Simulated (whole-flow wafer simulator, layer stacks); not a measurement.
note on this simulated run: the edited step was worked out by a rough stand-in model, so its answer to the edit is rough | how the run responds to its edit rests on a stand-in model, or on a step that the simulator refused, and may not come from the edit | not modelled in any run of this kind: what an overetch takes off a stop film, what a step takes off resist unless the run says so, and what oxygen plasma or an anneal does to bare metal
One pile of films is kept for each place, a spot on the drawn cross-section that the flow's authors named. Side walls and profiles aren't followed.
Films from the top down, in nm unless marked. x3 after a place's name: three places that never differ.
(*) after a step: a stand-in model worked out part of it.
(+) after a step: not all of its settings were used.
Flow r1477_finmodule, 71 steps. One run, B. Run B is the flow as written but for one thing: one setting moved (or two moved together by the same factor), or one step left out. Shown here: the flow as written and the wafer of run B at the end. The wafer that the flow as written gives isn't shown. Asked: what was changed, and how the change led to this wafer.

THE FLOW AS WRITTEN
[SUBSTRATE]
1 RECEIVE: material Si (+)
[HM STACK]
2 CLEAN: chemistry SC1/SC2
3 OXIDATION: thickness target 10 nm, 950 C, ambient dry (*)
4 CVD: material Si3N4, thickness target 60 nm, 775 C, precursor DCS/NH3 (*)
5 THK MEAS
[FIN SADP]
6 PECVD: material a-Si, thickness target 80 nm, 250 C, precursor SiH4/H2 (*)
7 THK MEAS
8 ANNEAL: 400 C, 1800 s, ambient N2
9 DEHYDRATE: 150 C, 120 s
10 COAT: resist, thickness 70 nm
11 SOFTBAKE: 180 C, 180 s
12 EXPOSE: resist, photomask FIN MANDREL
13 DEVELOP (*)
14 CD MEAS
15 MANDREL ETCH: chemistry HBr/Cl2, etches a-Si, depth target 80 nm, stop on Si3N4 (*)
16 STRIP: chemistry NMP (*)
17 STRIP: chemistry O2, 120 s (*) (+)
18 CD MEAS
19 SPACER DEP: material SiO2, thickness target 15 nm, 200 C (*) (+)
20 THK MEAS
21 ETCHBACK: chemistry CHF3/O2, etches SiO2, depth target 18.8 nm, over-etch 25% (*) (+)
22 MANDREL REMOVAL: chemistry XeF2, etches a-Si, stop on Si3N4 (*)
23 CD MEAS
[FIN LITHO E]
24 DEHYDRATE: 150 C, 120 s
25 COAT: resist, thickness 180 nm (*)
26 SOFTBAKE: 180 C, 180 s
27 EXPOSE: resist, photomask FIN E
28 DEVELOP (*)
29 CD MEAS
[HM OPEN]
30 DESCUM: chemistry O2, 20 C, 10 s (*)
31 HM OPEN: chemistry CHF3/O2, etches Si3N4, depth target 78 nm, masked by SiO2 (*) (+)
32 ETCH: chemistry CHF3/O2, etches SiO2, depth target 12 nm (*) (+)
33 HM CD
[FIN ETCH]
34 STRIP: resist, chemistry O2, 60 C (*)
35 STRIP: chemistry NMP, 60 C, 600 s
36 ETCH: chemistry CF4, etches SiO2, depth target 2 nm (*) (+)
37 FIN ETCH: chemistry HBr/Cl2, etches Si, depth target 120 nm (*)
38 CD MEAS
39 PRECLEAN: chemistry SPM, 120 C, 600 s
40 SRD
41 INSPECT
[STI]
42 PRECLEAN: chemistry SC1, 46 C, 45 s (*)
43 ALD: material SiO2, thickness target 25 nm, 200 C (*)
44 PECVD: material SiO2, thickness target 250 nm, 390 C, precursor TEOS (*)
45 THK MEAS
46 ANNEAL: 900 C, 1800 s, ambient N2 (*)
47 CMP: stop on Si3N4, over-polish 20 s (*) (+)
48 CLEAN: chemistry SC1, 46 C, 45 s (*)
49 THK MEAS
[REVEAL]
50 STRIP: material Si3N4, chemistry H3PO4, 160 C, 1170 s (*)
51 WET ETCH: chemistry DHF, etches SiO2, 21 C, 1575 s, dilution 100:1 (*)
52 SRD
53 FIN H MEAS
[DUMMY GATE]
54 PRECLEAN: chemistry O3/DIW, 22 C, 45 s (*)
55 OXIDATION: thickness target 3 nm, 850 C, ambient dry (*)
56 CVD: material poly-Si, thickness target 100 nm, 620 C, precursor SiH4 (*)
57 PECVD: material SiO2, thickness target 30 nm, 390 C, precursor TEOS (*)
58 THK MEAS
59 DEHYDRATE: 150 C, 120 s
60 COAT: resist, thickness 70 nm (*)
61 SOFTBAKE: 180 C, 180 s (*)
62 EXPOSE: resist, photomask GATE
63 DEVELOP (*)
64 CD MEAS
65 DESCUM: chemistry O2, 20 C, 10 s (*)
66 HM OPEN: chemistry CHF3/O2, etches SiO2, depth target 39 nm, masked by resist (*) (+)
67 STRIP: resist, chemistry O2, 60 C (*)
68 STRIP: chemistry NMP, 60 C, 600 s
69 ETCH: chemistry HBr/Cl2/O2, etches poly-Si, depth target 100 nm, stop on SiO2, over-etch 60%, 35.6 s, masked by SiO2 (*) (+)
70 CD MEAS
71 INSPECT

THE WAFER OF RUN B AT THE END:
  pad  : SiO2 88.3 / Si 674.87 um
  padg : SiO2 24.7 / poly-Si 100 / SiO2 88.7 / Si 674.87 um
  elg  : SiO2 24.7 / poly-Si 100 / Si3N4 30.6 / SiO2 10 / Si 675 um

The cause: step 6, PECVD: thickness target 58 nm was run, where the flow has thickness target 80 nm.

How the change led to this, step by step:
  6 PECVD: material a-Si, thickness target 80 nm, 250 C, precursor SiH4/H2 (*)
      pad, padg, elg and 33 more: a-Si +58 (new film) (as written it would be: a-Si +80 (new film))
  15 MANDREL ETCH: chemistry HBr/Cl2, etches a-Si, depth target 80 nm, stop on Si3N4 (*)
      pad, padg, elg and 27 more: a-Si -58 (all of it) (as written it would be: a-Si -80 (all of it))
  21 ETCHBACK: chemistry CHF3/O2, etches SiO2, depth target 18.8 nm, over-etch 25% (*) (+)
      s40sg_line, s45sg_line, s50sg_line, s40so_line, s45so_line, s50so_line: SiO2 +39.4 (as written it would be: SiO2 +61.4)
  22 MANDREL REMOVAL: chemistry XeF2, etches a-Si, stop on Si3N4 (*)
      s40cg, s45cg, s50cg, s40co, s45co, s50co: a-Si -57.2 (all of it) (as written it would be: a-Si -79.2 (all of it))
  25 COAT: resist, thickness 180 nm (*)
      s40cg, s40co: resist +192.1 (new film) (as written it would be: resist +197.6 (new film))
      s40sg, s40so: resist +195.7 (new film) (as written it would be: resist +201.2 (new film))
      (and at 14 more places)
  28 DEVELOP (*)
      s40cg, s40co: resist -192.1 (all of it) (as written it would be: resist -197.6 (all of it))
      s40sg, s40so: resist -195.7 (all of it) (as written it would be: resist -201.2 (all of it))
      (and at 14 more places)
  37 FIN ETCH: chemistry HBr/Cl2, etches Si, depth target 120 nm (*)
      s40sg_line, s45sg_line, s50sg_line, s40so_line, s45so_line, s50so_line: SiO2 -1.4 (all of it), Si3N4 -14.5 (as written it would be: SiO2 -9.23)
  43 ALD: material SiO2, thickness target 25 nm, 200 C (*)
      s40sg_line, s45sg_line, s50sg_line, s40so_line, s45so_line, s50so_line: SiO2 +25 (new film) (as written it would be: SiO2 +25)
      s40cg, s45cg, s50cg, s40co, s45co, s50co: SiO2 +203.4 (new film) (as written it would be: SiO2 +232.1 (new film))
  47 CMP: stop on Si3N4, over-polish 20 s (*) (+)
      pad, padg, e40sg and 11 more: SiO2 -86.3 (as written it would be: SiO2 -71.8)
      elg, e40lg, e100lg, e200lg, elo, e40lo, e100lo, e200lo: SiO2 -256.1 (as written it would be: SiO2 -241.6)
      (and at 14 more places)
  50 STRIP: material Si3N4, chemistry H3PO4, 160 C, 1170 s (*)
      s40sg_line, s45sg_line, s50sg_line, s40so_line, s45so_line, s50so_line: Si3N4 -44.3 (all of it), SiO2 -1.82 (as written it would be: Si3N4 -58.9 (all of it), SiO2 -1.37)
  51 WET ETCH: chemistry DHF, etches SiO2, 21 C, 1575 s, dilution 100:1 (*)
      elg, e40lg, e100lg, e200lg, elo, e40lo, e100lo, e200lo: SiO2 -3.31 (all of it), Si3N4 -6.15 (as written it would be: SiO2 -17.8 (all of it), Si3N4 -4.97)
  56 CVD: material poly-Si, thickness target 100 nm, 620 C, precursor SiH4 (*)
      s40cg, s40co: poly-Si +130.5 (new film) (as written it would be: poly-Si +113.9 (new film))
      s45cg, s45co: poly-Si +130.5 (new film) (as written it would be: poly-Si +113.4 (new film))
      (and at 3 more places)
  60 COAT: resist, thickness 70 nm (*)
      e40sg, e40so: resist +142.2 (new film) (as written it would be: resist +129.5 (new film))
      e100sg, e100so: resist +142.1 (new film) (as written it would be: resist +129.4 (new film))
      (and at 15 more places)
  63 DEVELOP (*)
      eso: resist -142.1 (all of it) (as written it would be: resist -129.5 (all of it))
      e40so: resist -142.2 (all of it) (as written it would be: resist -129.5 (all of it))
      (and at 8 more places)
  67 STRIP: resist, chemistry O2, 60 C (*)
      e40lg, e100lg, e200lg: resist -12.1 (all of it) (as written it would be: resist -12.8 (all of it))
      e40sg: resist -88 (all of it) (as written it would be: resist -75.4 (all of it))
      (and at 8 more places)
  69 ETCH: chemistry HBr/Cl2/O2, etches poly-Si, depth target 100 nm, stop on SiO2, over-etch 60%, 35.6 s, masked by SiO2 (*) (+)
      s40co: chemical SiO2 -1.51 (all of it), poly-Si -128 (all of it), SiO2 -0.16 (as written it would be: chemical SiO2 -1.46 (all of it), poly-Si -111.5 (all of it), SiO2 -0.24)
      s45co: chemical SiO2 -1.51 (all of it), poly-Si -128 (all of it), SiO2 -0.16 (as written it would be: chemical SiO2 -1.46 (all of it), poly-Si -110.9 (all of it), SiO2 -0.25)
      (and at 1 more place)
